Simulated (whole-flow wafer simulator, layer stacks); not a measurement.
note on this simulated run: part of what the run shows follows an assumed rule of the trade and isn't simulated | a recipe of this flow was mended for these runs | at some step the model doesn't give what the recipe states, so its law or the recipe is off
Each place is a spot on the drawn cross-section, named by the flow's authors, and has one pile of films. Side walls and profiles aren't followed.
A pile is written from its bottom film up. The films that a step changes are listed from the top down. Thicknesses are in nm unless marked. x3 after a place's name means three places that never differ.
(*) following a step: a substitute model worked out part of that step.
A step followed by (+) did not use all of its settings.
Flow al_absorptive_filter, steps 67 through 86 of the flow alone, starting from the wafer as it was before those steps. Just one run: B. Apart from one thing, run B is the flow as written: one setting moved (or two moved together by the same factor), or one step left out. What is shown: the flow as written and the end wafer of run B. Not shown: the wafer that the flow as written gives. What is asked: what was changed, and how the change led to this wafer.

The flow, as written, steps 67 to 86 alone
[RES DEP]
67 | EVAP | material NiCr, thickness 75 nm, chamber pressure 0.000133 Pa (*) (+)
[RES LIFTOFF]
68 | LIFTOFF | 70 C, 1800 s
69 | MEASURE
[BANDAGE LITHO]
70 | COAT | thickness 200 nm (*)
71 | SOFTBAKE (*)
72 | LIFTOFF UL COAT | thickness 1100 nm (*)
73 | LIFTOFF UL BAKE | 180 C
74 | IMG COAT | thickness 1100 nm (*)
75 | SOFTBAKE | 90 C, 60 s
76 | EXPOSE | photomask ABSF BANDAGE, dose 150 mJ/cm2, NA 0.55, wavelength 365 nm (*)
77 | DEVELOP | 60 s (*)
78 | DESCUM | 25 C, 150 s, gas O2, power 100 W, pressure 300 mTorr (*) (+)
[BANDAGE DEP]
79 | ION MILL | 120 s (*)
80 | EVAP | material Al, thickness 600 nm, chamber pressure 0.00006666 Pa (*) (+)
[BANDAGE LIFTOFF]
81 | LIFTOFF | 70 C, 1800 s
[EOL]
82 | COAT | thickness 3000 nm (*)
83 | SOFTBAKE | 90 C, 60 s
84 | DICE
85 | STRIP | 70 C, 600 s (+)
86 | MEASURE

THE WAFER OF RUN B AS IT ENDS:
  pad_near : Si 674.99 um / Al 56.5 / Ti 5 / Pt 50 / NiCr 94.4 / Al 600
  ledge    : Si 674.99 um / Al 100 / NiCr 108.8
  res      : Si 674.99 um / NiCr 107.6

What caused this: step 67, EVAP: thickness 108.8 nm was run, while the flow as written has thickness 75 nm.
One can read it off the wafer: ledge has NiCr 108.8, and step 67 as written asks for 75 nm.

Step by step, how the change led to this:
  67 | EVAP | material NiCr, thickness 75 nm, chamber pressure 0.000133 Pa (*) (+)
      gnd, pad_far, ledge and 9 more: +108.8 NiCr (new film) (as written it would have been: +75 NiCr (new film))
      pad_near: +107.7 NiCr (new film) (as written it would have been: +74.2 NiCr (new film))
      (also at 1 further place)
  68 | LIFTOFF | 70 C, 1800 s
      xa_field, xl_land, idc_field: -108.8 NiCr (all of it), -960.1 i-line-resist (all of it), -1100 lift-off-underlayer (all of it), -200 acrylic-e-beam-resist (all of it) (as written it would have been: -75 NiCr (all of it), -960.1 i-line-resist (all of it), -1100 lift-off-underlayer (all of it), -200 acrylic-e-beam-resist (all of it))
      gnd: -108.8 NiCr (all of it), -959.5 i-line-resist (all of it), -1100.9 lift-off-underlayer (all of it), -200.6 acrylic-e-beam-resist (all of it) (as written it would have been: -75 NiCr (all of it), -959.5 i-line-resist (all of it), -1100.9 lift-off-underlayer (all of it), -200.6 acrylic-e-beam-resist (all of it))
      (also at 7 further places)
  70 | COAT | thickness 200 nm (*)
      pad_near: +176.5 acrylic-e-beam-resist (new film) (as written it would have been: +180.9 acrylic-e-beam-resist (new film))
      res: +212 acrylic-e-beam-resist (new film) (as written it would have been: +218.1 acrylic-e-beam-resist (new film))
  78 | DESCUM | 25 C, 150 s, gas O2, power 100 W, pressure 300 mTorr (*) (+)
      pad_near: -176.5 acrylic-e-beam-resist (all of it) (as written it would have been: -180.9 acrylic-e-beam-resist (all of it))
  81 | LIFTOFF | 70 C, 1800 s
      res: -600 Al (all of it), -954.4 i-line-resist (all of it), -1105 lift-off-underlayer (all of it), -212 acrylic-e-beam-resist (all of it) (as written it would have been: -600 Al (all of it), -964.1 i-line-resist (all of it), -1118.2 lift-off-underlayer (all of it), -218.1 acrylic-e-beam-resist (all of it))
  83 | SOFTBAKE | 90 C, 60 s
      gnd: +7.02 i-line-resist (as written it would have been: +6.13 i-line-resist)
      pad_near: -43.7 i-line-resist (as written it would have been: -41.1 i-line-resist)
      (also at 2 further places)
